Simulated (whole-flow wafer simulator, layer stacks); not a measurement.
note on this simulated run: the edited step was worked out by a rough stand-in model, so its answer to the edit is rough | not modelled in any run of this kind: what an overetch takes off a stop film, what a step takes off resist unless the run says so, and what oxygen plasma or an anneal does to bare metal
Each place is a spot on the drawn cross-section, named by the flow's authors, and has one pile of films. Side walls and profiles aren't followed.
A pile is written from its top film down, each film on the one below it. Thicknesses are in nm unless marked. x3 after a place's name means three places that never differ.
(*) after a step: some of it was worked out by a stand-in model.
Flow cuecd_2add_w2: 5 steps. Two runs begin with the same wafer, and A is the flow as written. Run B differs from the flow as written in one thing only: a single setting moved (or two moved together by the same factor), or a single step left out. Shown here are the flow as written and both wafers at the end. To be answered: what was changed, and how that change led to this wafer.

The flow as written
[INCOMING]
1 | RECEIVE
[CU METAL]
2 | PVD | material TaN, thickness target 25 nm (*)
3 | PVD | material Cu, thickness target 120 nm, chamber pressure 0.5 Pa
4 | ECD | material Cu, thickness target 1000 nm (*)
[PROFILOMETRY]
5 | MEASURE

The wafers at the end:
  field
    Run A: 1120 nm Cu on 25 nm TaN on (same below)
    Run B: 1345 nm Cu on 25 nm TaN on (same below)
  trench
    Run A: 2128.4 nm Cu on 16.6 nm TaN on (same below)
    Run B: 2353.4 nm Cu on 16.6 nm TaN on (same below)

What caused this: step 4, ECD: thickness target 1225 nm was run, whereas the flow has thickness target 1000 nm.

How this came from the change, step by step:
  4 | ECD | material Cu, thickness target 1000 nm (*)
      field: A Cu gains 1000 | B Cu gains 1225
      trench: A Cu gains 2047.6 | B Cu gains 2272.6
